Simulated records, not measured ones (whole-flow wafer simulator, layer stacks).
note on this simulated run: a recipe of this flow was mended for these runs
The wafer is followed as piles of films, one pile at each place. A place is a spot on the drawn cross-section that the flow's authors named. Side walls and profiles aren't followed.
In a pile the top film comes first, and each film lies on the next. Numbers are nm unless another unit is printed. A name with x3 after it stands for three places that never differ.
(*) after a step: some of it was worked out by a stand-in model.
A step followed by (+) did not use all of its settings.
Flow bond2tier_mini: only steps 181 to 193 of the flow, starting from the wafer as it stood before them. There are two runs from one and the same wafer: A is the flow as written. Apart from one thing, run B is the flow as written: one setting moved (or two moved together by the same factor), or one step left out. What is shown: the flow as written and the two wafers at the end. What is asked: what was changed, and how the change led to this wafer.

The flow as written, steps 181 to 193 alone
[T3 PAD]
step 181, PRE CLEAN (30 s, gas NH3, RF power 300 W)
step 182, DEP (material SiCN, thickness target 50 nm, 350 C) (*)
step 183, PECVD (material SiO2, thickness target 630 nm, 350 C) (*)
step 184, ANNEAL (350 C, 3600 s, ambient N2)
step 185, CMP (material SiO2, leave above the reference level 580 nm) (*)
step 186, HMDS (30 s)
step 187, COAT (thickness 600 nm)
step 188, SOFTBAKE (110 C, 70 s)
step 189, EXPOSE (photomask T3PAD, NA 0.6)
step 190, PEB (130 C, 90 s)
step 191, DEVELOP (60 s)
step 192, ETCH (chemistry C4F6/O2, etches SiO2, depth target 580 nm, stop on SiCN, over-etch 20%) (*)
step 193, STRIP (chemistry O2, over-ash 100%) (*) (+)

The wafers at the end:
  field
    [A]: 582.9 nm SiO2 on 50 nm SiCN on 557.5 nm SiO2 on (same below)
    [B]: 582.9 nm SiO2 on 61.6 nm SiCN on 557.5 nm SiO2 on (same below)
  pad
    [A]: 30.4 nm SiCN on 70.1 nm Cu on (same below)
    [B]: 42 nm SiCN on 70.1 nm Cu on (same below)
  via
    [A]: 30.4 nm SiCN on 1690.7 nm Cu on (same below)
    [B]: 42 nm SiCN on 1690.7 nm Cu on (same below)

The reason: step 182, DEP: thickness target 61.6 nm was run, whereas the flow has thickness target 50 nm.
One can read it off the wafer: field has SiCN 61.6, and step 182 as written asks for 50 nm.

The path from the change to this, step by step:
  step 182, DEP (material SiCN, thickness target 50 nm, 350 C) (*)
      field, pad, via: A SiCN gains 50 (new film) | B SiCN gains 61.6 (new film)
